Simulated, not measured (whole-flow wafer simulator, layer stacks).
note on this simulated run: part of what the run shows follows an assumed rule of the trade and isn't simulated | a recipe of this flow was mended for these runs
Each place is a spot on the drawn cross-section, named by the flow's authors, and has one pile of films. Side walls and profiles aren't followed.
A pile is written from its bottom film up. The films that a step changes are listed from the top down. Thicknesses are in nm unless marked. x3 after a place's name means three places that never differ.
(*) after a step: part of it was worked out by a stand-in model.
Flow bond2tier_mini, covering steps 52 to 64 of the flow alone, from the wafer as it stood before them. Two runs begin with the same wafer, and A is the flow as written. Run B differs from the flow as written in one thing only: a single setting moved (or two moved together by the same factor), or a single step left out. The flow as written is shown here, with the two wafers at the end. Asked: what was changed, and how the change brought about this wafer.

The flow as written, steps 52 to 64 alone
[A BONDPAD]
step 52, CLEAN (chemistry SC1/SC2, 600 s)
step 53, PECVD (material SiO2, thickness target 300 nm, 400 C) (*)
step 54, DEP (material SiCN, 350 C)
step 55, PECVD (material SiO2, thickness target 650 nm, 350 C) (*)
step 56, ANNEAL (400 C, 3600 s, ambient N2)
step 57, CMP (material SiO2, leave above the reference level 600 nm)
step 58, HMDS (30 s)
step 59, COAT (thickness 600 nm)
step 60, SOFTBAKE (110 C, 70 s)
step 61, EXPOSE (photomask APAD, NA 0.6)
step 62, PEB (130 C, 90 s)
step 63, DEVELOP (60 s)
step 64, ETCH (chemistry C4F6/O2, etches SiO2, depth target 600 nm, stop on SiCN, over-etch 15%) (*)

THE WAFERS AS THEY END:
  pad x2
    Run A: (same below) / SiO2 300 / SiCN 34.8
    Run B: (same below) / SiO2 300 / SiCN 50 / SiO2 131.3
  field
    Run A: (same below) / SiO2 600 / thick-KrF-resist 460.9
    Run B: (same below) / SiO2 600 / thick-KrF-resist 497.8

Cause: step 64, ETCH: depth target 407.6 nm was run, while the flow as written has depth target 600 nm.

The path from the change to this, step by step:
  step 64, ETCH (chemistry C4F6/O2, etches SiO2, depth target 600 nm, stop on SiCN, over-etch 15%) (*)
      pad x2: A SiO2 loses 600 (all of it), SiCN loses 15.2 | B SiO2 loses 468.7
      field: A thick-KrF-resist loses 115 | B thick-KrF-resist loses 78.1
